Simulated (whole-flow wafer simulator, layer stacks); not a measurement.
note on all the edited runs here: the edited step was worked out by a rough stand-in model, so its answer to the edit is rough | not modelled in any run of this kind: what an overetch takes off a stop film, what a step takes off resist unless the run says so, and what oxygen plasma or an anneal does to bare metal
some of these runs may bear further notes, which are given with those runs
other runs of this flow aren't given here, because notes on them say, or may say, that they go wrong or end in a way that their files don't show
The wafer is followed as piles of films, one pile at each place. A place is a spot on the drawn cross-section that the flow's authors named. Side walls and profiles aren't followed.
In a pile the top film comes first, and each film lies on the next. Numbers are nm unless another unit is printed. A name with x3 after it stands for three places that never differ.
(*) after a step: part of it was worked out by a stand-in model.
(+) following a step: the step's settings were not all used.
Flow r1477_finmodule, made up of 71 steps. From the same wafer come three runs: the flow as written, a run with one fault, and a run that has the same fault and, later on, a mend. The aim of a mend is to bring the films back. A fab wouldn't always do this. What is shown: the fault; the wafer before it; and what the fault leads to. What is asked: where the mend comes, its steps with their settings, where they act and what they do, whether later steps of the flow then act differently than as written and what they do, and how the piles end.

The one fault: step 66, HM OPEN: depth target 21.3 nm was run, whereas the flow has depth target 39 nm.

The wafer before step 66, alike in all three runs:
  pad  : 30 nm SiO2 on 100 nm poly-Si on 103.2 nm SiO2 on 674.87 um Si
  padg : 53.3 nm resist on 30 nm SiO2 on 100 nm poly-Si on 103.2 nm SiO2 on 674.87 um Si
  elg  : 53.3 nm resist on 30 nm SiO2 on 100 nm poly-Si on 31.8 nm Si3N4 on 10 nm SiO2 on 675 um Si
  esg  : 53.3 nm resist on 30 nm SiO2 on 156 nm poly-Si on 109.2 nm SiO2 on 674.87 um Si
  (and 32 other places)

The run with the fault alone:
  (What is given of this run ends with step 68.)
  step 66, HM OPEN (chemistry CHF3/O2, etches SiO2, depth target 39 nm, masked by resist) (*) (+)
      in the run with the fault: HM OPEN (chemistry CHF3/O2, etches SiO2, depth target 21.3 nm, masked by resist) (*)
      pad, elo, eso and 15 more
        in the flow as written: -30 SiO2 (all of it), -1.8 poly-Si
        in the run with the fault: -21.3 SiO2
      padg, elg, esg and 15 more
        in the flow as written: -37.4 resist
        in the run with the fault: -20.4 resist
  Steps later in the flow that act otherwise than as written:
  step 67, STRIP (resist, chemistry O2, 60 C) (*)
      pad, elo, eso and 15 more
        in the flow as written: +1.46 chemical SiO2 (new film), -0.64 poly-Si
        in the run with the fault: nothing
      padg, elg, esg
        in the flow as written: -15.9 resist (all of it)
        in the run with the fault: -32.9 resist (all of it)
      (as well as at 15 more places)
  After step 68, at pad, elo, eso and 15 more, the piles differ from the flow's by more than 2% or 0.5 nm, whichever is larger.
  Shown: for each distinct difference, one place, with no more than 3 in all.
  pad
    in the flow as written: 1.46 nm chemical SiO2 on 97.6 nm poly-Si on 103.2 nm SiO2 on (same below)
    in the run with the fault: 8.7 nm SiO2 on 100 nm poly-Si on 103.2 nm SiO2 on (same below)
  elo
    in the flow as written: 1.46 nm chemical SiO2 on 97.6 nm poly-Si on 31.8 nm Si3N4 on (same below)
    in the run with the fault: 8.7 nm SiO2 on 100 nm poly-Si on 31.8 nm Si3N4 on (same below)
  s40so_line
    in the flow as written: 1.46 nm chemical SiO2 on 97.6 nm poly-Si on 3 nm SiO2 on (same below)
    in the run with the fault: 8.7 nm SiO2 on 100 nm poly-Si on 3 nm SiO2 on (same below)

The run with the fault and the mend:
  After step 67 comes the mend.
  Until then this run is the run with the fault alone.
  step 67a, DEHYDRATE (150 C, 120 s) (the flow's step 59 again)
      does not change any film at any place that is followed
  step 67b, COAT (resist, thickness 70 nm) (*) (the flow's step 60 again)
      e40lg, e100lg, e200lg, elo, e40lo, e100lo, e200lo
        +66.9 resist (new film)
      s40sg, s45sg, s40so, s45so
        +91 resist (new film)
      s40sg_line, s45sg_line, s40so_line, s45so_line
        +68.5 resist (new film)
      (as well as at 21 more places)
  step 67c, SOFTBAKE (180 C, 180 s) (*) (the flow's step 61 again)
      does not change any film at any place that is followed
  step 67d, EXPOSE (resist, photomask GATE) (the flow's step 62 again)
      does not change any film at any place that is followed
  step 67e, DEVELOP (*) (the flow's step 63 again)
      elo, e40lo, e100lo, e200lo
        -66.9 resist (all of it)
      eso, e40so
        -129.5 resist (all of it)
      s40so, s45so
        -91 resist (all of it)
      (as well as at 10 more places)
  step 67f, DESCUM (chemistry O2, 20 C, 10 s) (*) (the flow's step 65 again)
      padg, elg, esg and 15 more
        -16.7 resist
  step 67g, HM OPEN (chemistry CHF3/O2, etches SiO2, depth target 17.7 nm, masked by resist) (*) (+) (the flow's step 66 again, with other settings)
      pad, elo, eso and 15 more
        -8.7 SiO2 (all of it), -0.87 poly-Si
      padg, elg, esg and 15 more
        -12.5 resist
  step 67h, STRIP (resist, chemistry O2, 60 C) (*) (the flow's step 67 again)
      pad, elo, eso and 15 more
        +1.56 chemical SiO2 (new film), -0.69 poly-Si
      e40lg, e100lg, e200lg
        -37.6 resist (all of it)
      elg, esg
        -40.8 resist (all of it)
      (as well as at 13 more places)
  None of the later steps of the flow differs from how it acts as written, at any place that is followed, by more than 2% or 0.5 nm, whichever is larger.
  The piles end only slightly different from the flow's at the places that both follow, by no more than 2% or 0.5 nm, whichever is larger.
